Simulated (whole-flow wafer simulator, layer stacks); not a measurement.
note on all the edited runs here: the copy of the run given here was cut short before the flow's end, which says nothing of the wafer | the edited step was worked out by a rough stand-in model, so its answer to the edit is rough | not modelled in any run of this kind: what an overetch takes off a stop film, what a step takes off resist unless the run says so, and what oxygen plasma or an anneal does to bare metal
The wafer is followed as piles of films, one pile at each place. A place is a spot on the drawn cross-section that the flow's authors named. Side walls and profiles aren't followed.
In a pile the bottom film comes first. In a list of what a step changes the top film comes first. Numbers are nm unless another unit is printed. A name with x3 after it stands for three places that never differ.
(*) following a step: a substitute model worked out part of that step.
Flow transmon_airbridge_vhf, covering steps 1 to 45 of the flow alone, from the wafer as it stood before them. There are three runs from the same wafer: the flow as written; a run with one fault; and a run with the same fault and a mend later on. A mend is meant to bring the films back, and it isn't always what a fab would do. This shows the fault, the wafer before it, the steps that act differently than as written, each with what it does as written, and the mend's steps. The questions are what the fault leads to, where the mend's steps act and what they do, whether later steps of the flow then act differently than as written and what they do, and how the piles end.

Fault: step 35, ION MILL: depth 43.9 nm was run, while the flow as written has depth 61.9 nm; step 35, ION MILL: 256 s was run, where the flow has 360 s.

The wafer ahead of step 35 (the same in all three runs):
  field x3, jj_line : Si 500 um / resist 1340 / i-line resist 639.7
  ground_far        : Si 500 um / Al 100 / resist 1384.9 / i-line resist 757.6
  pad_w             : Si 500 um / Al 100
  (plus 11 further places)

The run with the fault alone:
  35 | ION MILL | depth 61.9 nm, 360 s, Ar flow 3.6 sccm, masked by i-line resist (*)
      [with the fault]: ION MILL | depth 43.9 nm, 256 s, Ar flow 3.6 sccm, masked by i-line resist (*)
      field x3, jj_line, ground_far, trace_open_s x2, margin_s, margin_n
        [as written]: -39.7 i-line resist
        [with the fault]: -28.3 i-line resist
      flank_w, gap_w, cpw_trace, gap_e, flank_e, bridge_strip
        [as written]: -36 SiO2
        [with the fault]: -25.6 SiO2
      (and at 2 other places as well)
  Later steps of the flow acting differently than as written (3 more steps, not shown, differ only slightly: by at most 2% or 0.5 nm, whichever is larger):
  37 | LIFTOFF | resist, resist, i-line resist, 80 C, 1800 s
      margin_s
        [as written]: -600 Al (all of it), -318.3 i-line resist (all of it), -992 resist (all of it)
        [with the fault]: -600 Al (all of it), -329.7 i-line resist (all of it), -992 resist (all of it)
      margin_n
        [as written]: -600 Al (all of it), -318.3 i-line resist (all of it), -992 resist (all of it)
        [with the fault]: -600 Al (all of it), -329.8 i-line resist (all of it), -992 resist (all of it)
  By the end, the piles at pad_w, pad_e depart from the flow's by more than 2% or 0.5 nm, whichever is larger.
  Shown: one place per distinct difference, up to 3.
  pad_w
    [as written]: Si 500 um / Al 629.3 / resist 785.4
    [with the fault]: Si 500 um / Al 647.3 / resist 782.5

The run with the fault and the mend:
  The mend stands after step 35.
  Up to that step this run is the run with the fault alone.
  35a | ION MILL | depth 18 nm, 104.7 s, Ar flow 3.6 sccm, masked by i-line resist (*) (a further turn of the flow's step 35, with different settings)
      field x3, jj_line, ground_far, trace_open_s x2, margin_s, margin_n
        -11.6 i-line resist
      flank_w, gap_w, cpw_trace, gap_e, flank_e, bridge_strip
        -10.5 SiO2
      pad_w, pad_e
        -18 Al
  Later steps of the flow that are run all act as written at every place that is followed, up to a difference of at most 2% or 0.5 nm, whichever is larger.
  The piles end only slightly different from the flow's at the places that both follow, by no more than 2% or 0.5 nm, whichever is larger.
